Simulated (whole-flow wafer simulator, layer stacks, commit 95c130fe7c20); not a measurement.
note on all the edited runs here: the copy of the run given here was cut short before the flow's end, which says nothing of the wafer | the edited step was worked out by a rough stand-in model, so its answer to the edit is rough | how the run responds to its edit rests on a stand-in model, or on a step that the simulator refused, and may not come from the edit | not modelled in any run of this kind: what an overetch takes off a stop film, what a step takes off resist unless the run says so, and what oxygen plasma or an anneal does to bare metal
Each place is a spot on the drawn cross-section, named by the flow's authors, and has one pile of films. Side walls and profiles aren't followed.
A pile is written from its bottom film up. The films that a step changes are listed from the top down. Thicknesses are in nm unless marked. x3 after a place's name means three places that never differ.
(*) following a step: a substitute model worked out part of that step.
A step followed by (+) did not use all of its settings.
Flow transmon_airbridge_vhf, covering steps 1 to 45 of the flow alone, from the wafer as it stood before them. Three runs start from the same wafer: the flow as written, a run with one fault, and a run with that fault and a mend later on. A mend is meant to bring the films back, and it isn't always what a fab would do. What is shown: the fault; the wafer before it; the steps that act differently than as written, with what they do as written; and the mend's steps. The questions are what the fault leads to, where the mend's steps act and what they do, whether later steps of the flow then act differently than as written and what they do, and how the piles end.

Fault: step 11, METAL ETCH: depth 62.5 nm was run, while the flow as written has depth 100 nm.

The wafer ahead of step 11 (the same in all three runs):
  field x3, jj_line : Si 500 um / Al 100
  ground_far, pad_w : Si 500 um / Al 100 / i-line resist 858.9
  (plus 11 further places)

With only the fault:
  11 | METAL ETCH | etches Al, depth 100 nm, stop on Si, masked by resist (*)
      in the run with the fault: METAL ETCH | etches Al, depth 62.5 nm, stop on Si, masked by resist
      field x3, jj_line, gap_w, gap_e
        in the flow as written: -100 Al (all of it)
        in the run with the fault: -62.5 Al
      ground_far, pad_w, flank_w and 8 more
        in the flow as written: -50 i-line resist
        in the run with the fault: -31.2 i-line resist
  Later steps of the flow acting differently than as written (14 more steps, not shown, differ only slightly: by at most 2% or 0.5 nm, whichever is larger):
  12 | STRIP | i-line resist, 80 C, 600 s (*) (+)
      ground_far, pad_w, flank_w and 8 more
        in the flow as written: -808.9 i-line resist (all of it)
        in the run with the fault: -827.7 i-line resist (all of it)
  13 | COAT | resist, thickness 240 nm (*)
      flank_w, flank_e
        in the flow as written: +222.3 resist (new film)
        in the run with the fault: +228.5 resist (new film)
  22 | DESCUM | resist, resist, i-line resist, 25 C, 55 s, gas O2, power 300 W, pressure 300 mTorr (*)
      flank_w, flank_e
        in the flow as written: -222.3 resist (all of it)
        in the run with the fault: -228.5 resist (all of it)
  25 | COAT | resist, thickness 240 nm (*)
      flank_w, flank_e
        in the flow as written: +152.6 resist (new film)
        in the run with the fault: +156.8 resist (new film)
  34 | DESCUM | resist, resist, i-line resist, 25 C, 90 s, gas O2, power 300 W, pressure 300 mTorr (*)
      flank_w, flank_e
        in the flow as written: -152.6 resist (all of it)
        in the run with the fault: -156.8 resist (all of it)
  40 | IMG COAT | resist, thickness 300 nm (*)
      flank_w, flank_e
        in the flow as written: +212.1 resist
        in the run with the fault: +218 resist
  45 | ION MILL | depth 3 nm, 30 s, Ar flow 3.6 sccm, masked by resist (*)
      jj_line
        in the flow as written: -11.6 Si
        in the run with the fault: -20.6 Al
  The piles end different from the flow's at field x3, jj_line, gap_w, gap_e by more than 2% or 0.5 nm, whichever is larger.
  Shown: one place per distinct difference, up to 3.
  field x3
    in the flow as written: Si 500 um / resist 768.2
    in the run with the fault: Si 500 um / Al 37.5 / resist 768.2
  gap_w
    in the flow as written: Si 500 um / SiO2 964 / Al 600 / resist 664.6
    in the run with the fault: Si 500 um / Al 37.5 / SiO2 964 / Al 600 / resist 654.2
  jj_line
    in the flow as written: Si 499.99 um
    in the run with the fault: Si 500 um / Al 16.9

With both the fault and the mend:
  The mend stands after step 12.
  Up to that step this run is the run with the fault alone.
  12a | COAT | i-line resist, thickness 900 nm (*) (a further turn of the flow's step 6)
      field x3, jj_line, trace_open_s x2, margin_s, bridge_strip, margin_n
        +900 i-line resist (new film)
      pad_w, pad_e
        +892.3 i-line resist (new film)
      flank_w, flank_e
        +885.3 i-line resist (new film)
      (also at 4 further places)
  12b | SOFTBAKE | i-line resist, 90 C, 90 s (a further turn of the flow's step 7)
      flank_w, flank_e
        -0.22 i-line resist
      gap_w, gap_e
        +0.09 i-line resist
      cpw_trace
        -0.05 i-line resist
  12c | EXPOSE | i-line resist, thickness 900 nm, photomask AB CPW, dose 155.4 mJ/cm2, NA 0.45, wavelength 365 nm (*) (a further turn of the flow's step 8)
      alters no film at any place that is followed
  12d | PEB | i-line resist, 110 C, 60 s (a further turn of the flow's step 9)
      field x3, jj_line, trace_open_s x2, margin_s, bridge_strip, margin_n
        -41 i-line resist
      pad_w, pad_e
        -40.7 i-line resist
      flank_w, flank_e
        -40.3 i-line resist
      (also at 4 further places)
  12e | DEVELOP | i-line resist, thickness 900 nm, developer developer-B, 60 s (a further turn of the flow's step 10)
      flank_w, flank_e, trace_open_s x2, margin_s, bridge_strip, margin_n
        -0.03 i-line resist
      field x3, jj_line
        -859 i-line resist (all of it)
      gap_w, gap_e
        -891.6 i-line resist (all of it)
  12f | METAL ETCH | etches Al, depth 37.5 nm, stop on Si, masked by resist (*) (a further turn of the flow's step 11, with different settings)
      ground_far, pad_w, flank_w and 8 more
        -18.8 i-line resist
      field x3, jj_line, gap_w, gap_e
        -37.5 Al (all of it)
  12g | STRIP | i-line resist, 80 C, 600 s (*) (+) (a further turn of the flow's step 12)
      trace_open_s x2, margin_s, bridge_strip, margin_n
        -840.2 i-line resist (all of it)
      pad_w, pad_e
        -832.9 i-line resist (all of it)
      flank_w, flank_e
        -826 i-line resist (all of it)
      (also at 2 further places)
  Later steps of the flow that are run all act as written at every place that is followed.
  At every place that both follow, the piles at the end match the flow's.
